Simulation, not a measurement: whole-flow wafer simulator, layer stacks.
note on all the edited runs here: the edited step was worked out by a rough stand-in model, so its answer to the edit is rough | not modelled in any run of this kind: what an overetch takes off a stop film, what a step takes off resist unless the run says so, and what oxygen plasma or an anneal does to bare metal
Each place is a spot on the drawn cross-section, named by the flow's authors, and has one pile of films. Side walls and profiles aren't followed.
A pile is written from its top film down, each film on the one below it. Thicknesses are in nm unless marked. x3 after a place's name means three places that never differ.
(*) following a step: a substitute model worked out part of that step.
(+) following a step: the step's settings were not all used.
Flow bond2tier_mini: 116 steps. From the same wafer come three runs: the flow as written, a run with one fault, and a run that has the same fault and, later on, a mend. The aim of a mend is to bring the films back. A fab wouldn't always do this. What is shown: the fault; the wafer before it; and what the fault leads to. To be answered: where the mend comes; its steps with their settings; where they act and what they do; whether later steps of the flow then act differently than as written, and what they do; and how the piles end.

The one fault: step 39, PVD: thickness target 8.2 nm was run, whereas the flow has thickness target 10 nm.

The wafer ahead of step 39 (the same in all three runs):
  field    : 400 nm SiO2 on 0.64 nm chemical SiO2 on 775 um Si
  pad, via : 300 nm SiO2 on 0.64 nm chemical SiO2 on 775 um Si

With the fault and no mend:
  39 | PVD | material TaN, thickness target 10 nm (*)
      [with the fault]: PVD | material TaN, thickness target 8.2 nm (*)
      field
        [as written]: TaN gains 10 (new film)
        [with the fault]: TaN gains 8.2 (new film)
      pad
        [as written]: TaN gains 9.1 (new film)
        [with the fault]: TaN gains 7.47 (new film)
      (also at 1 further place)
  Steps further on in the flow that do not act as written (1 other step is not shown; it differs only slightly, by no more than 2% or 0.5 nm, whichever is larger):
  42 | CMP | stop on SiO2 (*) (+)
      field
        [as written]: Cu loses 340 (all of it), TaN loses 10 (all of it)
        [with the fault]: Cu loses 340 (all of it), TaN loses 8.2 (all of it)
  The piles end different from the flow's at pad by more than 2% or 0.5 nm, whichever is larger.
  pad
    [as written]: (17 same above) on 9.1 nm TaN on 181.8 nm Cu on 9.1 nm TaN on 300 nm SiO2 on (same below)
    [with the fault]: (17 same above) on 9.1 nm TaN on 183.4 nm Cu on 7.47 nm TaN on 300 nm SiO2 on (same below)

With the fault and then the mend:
  The mend follows step 39.
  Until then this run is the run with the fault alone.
  39a | PVD | material TaN, thickness target 1.8 nm (*) (a further turn of the flow's step 39, with different settings)
      field
        TaN gains 1.8
      pad
        TaN gains 1.64
      via
        TaN gains 1.79
  Later steps of the flow that are run all act as written at every place that is followed.
  At every place that both follow, the piles at the end match the flow's.
